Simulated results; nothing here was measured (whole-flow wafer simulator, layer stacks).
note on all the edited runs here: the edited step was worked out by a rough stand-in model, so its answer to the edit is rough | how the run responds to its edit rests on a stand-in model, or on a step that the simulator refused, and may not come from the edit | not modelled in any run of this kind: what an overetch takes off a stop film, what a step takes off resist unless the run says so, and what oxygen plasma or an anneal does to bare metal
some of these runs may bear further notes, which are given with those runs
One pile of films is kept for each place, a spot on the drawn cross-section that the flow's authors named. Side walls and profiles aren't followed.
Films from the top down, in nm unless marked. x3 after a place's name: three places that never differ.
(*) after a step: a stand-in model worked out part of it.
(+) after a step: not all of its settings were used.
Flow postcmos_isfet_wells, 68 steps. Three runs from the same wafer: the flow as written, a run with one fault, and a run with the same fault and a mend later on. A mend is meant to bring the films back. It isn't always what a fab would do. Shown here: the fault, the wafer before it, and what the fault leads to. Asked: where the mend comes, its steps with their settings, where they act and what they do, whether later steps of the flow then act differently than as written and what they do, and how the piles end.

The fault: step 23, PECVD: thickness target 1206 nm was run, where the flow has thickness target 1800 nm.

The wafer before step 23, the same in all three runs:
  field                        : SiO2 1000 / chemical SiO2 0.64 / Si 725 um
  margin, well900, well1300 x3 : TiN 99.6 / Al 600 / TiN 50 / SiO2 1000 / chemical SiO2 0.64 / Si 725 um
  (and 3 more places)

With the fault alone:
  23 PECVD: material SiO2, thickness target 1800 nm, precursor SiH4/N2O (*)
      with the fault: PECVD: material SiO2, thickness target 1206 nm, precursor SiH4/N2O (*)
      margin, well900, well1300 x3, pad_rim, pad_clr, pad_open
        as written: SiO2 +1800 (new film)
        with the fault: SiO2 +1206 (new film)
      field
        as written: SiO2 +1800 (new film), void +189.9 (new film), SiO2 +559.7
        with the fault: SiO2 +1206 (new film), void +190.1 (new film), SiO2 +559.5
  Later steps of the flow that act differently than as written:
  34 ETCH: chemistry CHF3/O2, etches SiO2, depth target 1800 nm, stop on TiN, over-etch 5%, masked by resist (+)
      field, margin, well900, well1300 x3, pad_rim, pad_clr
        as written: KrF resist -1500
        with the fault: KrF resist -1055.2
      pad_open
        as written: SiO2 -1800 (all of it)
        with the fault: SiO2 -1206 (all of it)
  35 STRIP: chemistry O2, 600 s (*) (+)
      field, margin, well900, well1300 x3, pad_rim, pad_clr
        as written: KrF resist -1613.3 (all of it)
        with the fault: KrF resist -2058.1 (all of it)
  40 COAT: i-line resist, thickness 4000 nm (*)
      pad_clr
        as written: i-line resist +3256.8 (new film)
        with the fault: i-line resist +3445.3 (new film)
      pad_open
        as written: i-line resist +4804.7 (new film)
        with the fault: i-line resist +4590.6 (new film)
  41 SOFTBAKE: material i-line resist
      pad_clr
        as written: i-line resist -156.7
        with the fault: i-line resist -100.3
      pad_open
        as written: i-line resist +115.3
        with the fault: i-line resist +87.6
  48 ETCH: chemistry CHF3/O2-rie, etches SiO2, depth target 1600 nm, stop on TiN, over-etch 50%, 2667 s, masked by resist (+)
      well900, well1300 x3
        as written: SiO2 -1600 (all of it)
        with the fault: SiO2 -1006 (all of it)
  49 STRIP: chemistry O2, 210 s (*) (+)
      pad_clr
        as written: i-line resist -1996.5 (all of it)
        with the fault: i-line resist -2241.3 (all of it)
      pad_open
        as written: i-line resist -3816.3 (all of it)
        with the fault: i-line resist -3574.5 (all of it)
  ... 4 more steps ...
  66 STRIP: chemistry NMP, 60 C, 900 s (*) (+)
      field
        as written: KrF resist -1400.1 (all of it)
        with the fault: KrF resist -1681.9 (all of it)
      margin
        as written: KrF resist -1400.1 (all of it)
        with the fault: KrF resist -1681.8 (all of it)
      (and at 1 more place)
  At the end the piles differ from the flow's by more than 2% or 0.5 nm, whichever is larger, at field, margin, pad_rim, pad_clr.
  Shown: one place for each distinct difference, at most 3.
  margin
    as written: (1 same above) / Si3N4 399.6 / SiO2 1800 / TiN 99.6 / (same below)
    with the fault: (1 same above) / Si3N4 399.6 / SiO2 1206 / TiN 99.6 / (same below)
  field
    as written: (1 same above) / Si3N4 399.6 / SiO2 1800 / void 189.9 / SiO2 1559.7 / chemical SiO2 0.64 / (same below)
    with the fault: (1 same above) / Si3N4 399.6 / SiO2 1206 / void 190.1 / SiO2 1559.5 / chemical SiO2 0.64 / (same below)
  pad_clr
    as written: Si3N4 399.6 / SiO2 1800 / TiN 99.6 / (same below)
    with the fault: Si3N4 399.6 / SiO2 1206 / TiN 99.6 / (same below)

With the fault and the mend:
  The mend comes after step 23.
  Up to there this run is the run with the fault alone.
  23a PECVD: material SiO2, thickness target 594 nm, precursor SiH4/N2O (*) (the flow's step 23 once more, with other settings)
      field, margin, well900, well1300 x3, pad_rim, pad_clr, pad_open
        SiO2 +594
  No later step of the flow acts differently than as written at any place that is followed.
  At the end the piles differ from the flow's only slightly at the places that both follow, by at most 2% or 0.5 nm, whichever is larger.
